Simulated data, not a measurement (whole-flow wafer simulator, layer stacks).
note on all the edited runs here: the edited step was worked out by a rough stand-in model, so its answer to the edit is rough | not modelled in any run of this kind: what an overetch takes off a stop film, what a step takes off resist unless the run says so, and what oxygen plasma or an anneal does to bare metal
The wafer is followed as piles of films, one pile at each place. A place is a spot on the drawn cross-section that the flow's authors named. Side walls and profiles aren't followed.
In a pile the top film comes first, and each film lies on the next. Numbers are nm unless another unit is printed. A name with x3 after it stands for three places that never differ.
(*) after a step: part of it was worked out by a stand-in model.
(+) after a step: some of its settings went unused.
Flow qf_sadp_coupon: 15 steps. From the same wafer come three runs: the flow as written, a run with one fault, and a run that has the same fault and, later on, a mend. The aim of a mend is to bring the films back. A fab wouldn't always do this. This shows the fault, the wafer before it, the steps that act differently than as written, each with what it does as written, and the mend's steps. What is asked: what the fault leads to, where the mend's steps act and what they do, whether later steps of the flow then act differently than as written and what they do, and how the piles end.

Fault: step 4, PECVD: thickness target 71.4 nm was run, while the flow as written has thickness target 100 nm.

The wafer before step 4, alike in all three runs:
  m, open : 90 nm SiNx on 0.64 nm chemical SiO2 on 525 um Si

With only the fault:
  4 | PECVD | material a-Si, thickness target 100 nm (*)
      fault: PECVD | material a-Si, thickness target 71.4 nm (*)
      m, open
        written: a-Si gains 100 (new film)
        fault: a-Si gains 71.4 (new film)
  Steps later in the flow that act otherwise than as written:
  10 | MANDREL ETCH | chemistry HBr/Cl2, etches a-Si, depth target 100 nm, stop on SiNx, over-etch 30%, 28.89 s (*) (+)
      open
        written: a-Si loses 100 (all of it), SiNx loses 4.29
        fault: a-Si loses 71.4 (all of it), SiNx loses 8.37
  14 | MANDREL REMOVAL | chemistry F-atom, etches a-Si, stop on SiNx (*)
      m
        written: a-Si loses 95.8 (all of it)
        fault: a-Si loses 67.2 (all of it)
  The piles end different from the flow's at open by more than 2% or 0.5 nm, whichever is larger.
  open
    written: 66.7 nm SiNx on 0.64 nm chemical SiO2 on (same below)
    fault: 62.6 nm SiNx on 0.64 nm chemical SiO2 on (same below)

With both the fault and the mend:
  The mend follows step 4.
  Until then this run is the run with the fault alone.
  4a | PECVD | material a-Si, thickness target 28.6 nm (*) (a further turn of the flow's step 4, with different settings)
      m, open
        a-Si gains 28.6
  Later steps of the flow that are run all act as written at every place that is followed.
  The piles end the same as the flow's at every place that both follow.
